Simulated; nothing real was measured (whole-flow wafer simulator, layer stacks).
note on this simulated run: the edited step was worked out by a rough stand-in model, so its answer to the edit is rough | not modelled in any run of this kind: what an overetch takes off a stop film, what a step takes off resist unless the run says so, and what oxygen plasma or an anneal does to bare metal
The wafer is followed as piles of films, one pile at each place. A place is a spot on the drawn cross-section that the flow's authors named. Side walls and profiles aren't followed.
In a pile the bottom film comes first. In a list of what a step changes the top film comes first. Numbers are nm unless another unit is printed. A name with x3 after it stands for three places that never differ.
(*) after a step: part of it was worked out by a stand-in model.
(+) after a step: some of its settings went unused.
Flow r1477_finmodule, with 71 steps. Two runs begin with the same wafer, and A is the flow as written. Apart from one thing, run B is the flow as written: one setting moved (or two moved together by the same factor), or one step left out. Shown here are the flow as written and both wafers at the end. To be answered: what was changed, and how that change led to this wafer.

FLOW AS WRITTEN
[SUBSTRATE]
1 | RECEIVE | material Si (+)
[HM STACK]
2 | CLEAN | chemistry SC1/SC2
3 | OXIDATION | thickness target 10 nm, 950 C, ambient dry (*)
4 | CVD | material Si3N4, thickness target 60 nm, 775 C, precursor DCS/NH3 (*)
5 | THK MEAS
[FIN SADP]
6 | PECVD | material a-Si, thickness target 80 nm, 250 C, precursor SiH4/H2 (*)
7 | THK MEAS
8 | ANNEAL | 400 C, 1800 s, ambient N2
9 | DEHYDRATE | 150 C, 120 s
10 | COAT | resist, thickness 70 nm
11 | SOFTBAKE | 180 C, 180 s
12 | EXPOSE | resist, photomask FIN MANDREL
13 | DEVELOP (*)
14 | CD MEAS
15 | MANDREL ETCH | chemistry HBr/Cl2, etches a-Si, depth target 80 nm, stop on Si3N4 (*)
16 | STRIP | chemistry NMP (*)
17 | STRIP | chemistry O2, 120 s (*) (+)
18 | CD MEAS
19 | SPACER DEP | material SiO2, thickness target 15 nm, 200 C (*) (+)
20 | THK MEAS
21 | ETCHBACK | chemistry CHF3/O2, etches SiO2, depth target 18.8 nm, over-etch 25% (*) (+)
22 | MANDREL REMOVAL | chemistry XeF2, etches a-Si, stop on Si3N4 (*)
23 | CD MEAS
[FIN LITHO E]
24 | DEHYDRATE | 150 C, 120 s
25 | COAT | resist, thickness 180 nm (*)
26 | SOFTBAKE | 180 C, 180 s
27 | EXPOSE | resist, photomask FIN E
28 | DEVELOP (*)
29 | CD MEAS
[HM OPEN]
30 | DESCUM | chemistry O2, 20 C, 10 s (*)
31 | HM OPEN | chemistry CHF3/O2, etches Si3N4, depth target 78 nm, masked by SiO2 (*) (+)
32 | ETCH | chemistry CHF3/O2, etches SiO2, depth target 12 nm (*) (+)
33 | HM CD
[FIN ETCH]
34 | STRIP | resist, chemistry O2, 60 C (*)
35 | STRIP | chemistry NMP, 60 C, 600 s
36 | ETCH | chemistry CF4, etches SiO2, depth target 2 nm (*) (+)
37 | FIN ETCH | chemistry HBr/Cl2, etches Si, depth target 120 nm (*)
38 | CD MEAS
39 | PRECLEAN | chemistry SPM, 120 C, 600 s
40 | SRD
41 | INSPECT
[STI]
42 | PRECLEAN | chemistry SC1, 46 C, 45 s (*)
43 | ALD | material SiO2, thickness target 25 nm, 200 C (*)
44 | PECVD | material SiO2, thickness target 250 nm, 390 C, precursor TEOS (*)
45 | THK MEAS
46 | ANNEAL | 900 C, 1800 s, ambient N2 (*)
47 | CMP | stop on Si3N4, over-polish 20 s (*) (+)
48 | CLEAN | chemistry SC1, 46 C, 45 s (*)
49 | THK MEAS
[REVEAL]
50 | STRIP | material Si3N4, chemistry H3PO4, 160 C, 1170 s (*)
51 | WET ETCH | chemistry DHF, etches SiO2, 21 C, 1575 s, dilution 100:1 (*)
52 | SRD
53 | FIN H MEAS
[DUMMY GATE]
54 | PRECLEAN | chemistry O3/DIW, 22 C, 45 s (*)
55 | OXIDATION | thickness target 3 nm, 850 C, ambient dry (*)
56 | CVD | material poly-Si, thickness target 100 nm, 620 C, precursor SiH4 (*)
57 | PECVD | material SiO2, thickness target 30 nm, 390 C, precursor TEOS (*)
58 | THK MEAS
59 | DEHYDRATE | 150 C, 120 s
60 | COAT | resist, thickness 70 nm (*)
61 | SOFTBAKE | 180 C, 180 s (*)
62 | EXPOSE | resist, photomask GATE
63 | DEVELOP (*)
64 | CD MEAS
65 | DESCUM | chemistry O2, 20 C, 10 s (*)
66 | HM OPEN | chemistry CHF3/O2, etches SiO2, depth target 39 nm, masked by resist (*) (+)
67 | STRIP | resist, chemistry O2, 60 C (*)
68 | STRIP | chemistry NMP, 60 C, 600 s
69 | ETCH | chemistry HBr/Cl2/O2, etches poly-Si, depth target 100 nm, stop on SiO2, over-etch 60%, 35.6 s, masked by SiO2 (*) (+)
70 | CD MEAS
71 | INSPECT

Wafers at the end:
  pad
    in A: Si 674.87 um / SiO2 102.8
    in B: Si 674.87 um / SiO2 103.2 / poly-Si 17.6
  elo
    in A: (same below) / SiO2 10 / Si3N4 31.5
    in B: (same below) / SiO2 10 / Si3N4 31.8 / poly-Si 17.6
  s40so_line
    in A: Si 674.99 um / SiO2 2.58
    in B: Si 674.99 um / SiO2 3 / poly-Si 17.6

The reason: step 69, ETCH: depth target 50 nm was run, while the flow as written has depth target 100 nm; step 69, ETCH: 17.8 s was run, where the flow has 35.6 s.

The path from the change to this, step by step:
  69 | ETCH | chemistry HBr/Cl2/O2, etches poly-Si, depth target 100 nm, stop on SiO2, over-etch 60%, 35.6 s, masked by SiO2 (*) (+)
      pad, eso, e40so and 8 more: A chemical SiO2 loses 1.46 (all of it), poly-Si loses 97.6 (all of it), SiO2 loses 0.42 | B chemical SiO2 loses 1.46 (all of it), poly-Si loses 80
      elo, e40lo, e100lo, e200lo: A chemical SiO2 loses 1.46 (all of it), poly-Si loses 97.6 (all of it), Si3N4 loses 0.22 | B chemical SiO2 loses 1.46 (all of it), poly-Si loses 80
      (as well as at 21 more places)
